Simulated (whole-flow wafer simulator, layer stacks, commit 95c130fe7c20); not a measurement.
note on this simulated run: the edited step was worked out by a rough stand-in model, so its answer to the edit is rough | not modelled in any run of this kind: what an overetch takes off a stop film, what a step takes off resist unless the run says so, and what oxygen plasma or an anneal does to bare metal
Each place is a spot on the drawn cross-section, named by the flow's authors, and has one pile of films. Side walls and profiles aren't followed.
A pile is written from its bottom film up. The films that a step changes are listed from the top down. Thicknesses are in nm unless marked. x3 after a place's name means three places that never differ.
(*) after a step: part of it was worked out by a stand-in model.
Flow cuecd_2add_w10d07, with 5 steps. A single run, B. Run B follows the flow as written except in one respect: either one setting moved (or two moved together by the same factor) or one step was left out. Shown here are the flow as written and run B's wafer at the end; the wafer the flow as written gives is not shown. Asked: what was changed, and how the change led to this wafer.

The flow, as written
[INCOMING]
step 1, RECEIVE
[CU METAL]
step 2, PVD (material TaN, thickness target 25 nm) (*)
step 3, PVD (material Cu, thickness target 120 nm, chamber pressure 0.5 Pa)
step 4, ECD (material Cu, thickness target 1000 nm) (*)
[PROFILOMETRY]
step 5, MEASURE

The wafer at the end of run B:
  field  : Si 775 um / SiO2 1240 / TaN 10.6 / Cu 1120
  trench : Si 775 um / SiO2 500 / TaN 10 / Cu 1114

The reason: step 2, PVD: thickness target 10.6 nm was run, though the flow has thickness target 25 nm.
One can read it off the wafer: field has TaN 10.6, and step 2 as written asks for 25 nm.

Step by step, how the change led to this:
  step 2, PVD (material TaN, thickness target 25 nm) (*)
      field: TaN gains 10.6 (new film) (as written it would have been: TaN gains 25 (new film))
      trench: TaN gains 10 (new film) (as written it would have been: TaN gains 23.7 (new film))
